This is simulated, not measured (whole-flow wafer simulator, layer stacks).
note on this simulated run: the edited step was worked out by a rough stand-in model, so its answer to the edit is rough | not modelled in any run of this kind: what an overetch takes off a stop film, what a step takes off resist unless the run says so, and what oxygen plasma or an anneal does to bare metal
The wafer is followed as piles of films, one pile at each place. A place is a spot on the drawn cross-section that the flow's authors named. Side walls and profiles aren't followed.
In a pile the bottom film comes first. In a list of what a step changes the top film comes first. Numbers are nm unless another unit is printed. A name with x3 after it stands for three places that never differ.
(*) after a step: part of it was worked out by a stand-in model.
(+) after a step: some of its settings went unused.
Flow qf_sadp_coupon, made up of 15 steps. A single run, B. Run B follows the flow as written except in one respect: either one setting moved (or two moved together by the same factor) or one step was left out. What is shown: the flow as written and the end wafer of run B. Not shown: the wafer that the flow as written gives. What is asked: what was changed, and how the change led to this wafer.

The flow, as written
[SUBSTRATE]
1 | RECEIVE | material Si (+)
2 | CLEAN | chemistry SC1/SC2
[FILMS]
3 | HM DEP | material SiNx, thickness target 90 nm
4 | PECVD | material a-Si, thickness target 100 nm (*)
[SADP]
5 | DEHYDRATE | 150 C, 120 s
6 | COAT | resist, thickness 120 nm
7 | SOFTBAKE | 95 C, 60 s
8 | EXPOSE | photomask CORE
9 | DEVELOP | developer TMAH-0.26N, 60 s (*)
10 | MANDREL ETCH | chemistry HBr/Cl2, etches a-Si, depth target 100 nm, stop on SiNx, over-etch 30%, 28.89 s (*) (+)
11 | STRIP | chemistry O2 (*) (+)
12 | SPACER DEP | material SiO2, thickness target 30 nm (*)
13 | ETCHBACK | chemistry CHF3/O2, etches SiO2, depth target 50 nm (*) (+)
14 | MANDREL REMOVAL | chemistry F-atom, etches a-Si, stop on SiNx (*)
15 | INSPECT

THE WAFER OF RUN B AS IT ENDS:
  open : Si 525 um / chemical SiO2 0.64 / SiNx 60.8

The reason: step 13, ETCHBACK: depth target 56.2 nm was run, though the flow has depth target 50 nm.

Step by step, how the change led to this:
  13 | ETCHBACK | chemistry CHF3/O2, etches SiO2, depth target 50 nm (*) (+)
      m: -30 SiO2 (all of it), -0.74 chemical SiO2 (all of it), -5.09 a-Si (it would be, as written: -30 SiO2 (all of it), -0.74 chemical SiO2 (all of it), -3.85 a-Si)
      open: -30 SiO2 (all of it), -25 SiNx (it would be, as written: -30 SiO2 (all of it), -19 SiNx)
